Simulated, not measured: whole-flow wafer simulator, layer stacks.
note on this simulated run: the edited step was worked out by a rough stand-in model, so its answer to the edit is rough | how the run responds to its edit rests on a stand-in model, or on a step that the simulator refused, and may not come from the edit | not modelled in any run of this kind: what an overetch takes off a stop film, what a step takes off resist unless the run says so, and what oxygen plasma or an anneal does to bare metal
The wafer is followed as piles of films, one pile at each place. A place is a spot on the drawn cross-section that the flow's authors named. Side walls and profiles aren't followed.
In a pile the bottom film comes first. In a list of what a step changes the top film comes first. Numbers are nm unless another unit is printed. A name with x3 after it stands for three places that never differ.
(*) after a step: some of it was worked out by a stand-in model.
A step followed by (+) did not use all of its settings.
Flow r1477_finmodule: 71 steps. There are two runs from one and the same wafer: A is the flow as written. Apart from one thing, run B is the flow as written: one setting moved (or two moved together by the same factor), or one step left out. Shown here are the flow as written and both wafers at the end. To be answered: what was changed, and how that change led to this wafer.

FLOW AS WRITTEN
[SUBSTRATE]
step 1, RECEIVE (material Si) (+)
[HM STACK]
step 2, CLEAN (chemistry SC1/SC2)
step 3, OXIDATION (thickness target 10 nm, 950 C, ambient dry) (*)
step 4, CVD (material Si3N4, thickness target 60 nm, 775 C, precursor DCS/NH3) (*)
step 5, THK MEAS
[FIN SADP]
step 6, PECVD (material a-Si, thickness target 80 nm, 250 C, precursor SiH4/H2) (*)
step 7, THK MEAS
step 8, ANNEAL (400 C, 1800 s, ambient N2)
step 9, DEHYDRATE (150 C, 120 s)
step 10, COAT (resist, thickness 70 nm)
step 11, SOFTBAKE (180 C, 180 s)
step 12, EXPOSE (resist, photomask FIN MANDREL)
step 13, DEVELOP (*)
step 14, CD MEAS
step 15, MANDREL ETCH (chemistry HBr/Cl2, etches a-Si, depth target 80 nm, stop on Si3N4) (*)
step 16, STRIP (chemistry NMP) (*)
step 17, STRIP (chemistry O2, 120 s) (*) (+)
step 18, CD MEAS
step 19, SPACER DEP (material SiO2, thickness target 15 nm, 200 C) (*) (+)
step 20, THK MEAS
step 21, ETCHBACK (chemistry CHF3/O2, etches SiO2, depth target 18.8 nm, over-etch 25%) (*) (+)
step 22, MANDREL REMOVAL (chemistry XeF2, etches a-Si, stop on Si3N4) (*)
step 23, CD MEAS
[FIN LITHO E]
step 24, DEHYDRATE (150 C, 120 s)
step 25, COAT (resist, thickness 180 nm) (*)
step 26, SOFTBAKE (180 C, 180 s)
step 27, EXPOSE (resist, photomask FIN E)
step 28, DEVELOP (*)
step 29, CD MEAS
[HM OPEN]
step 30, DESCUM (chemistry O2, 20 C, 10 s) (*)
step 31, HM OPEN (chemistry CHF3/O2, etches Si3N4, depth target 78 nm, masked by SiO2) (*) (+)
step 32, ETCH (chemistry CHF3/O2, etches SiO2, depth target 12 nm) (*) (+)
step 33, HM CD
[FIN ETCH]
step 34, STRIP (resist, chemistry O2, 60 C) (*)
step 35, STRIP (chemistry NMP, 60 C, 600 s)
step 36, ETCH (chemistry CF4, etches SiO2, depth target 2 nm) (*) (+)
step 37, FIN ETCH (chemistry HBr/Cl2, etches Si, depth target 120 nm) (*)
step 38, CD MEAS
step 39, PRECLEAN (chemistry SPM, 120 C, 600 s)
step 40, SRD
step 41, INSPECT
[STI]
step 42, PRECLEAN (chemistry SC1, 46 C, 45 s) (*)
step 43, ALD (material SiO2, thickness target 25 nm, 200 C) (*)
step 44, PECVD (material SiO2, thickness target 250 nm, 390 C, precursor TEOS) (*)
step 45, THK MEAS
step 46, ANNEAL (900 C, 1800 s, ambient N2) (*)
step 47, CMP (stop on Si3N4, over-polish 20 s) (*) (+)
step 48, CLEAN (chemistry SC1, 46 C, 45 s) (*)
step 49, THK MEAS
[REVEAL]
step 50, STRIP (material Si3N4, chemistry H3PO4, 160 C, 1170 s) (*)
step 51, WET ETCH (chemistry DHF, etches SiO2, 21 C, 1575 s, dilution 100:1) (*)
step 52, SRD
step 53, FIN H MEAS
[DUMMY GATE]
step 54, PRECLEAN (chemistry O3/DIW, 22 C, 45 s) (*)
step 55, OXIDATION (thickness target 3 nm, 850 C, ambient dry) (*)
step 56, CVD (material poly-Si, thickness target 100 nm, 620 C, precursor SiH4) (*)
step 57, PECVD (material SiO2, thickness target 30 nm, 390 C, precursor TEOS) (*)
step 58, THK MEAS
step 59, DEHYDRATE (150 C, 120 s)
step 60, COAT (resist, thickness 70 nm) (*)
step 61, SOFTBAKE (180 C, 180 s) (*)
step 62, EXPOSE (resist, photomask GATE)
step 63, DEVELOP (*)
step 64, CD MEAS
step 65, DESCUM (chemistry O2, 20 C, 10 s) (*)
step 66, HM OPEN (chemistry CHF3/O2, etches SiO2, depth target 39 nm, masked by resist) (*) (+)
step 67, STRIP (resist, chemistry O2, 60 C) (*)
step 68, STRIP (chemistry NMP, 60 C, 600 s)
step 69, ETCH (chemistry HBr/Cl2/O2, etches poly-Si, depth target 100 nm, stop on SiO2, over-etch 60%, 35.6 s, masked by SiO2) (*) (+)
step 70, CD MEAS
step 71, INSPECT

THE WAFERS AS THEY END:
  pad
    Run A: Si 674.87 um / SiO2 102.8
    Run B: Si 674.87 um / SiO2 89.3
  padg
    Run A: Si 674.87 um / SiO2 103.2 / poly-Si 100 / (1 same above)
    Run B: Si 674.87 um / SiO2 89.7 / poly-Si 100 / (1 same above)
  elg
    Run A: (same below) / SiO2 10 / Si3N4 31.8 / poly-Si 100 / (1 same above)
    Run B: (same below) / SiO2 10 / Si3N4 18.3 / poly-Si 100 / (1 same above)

Cause: step 4, CVD: thickness target 46.5 nm was run, while the flow as written has thickness target 60 nm.

The path from the change to this, step by step:
  step 4, CVD (material Si3N4, thickness target 60 nm, 775 C, precursor DCS/NH3) (*)
      pad, padg, elg and 33 more: A +60 Si3N4 (new film) | B +46.5 Si3N4 (new film)
  step 31, HM OPEN (chemistry CHF3/O2, etches Si3N4, depth target 78 nm, masked by SiO2) (*) (+)
      pad, padg, esg and 13 more: A -56.4 Si3N4 (all of it), -10 SiO2 (all of it) | B -42.9 Si3N4 (all of it), -10 SiO2 (all of it)
      elg, e40lg, e100lg, e200lg, elo, e40lo, e100lo, e200lo: A -78 resist | B -64.3 resist
      (as well as at 12 more places)
  step 34, STRIP (resist, chemistry O2, 60 C) (*)
      elg, e40lg, e100lg, e200lg, elo, e40lo, e100lo, e200lo: A -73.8 resist (all of it) | B -87.4 resist (all of it)
  step 43, ALD (material SiO2, thickness target 25 nm, 200 C) (*)
      s40cg, s45cg, s50cg, s40co, s45co, s50co: A +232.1 SiO2 (new film) | B +225.4 SiO2 (new film)
      esg: A +194.3 SiO2 (new film) | B +180.7 SiO2 (new film)
  step 47, CMP (stop on Si3N4, over-polish 20 s) (*) (+)
      pad, padg, e40sg and 11 more: A -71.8 SiO2 | B -85.3 SiO2
      s40cg, s45cg, s50cg, s40co, s45co, s50co: A -279 SiO2 | B -285.9 SiO2
      (as well as at 7 more places)
  step 50, STRIP (material Si3N4, chemistry H3PO4, 160 C, 1170 s) (*)
      s40sg_line, s45sg_line, s50sg_line, s40so_line, s45so_line, s50so_line: A -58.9 Si3N4 (all of it), -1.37 SiO2 | B -45.4 Si3N4 (all of it), -1.79 SiO2
  step 56, CVD (material poly-Si, thickness target 100 nm, 620 C, precursor SiH4) (*)
      s40cg, s40co: A +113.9 poly-Si (new film) | B +129.4 poly-Si (new film)
      s45cg, s45co: A +113.4 poly-Si (new film) | B +129.4 poly-Si (new film)
      (as well as at 2 more places)
  step 60, COAT (resist, thickness 70 nm) (*)
      s40cg, s40co: A +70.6 resist (new film) | B +68.5 resist (new film)
      s40sg, s40so: A +91 resist (new film) | B +104.5 resist (new film)
      (as well as at 8 more places)
  step 63, DEVELOP (*)
      s40co: A -70.6 resist (all of it) | B -68.5 resist (all of it)
      s40so: A -91 resist (all of it) | B -104.5 resist (all of it)
      (as well as at 4 more places)
  step 67, STRIP (resist, chemistry O2, 60 C) (*)
      s40cg: A -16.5 resist (all of it) | B -14.4 resist (all of it)
      s40sg: A -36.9 resist (all of it) | B -50.3 resist (all of it)
      (as well as at 4 more places)
  step 69, ETCH (chemistry HBr/Cl2/O2, etches poly-Si, depth target 100 nm, stop on SiO2, over-etch 60%, 35.6 s, masked by SiO2) (*) (+)
      s40co: A -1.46 chemical SiO2 (all of it), -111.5 poly-Si (all of it), -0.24 SiO2 | B -1.46 chemical SiO2 (all of it), -127 poly-Si (all of it), -0.17 SiO2
      s45co: A -1.46 chemical SiO2 (all of it), -110.9 poly-Si (all of it), -0.25 SiO2 | B -1.46 chemical SiO2 (all of it), -127 poly-Si (all of it), -0.17 SiO2
      (as well as at 1 more place)
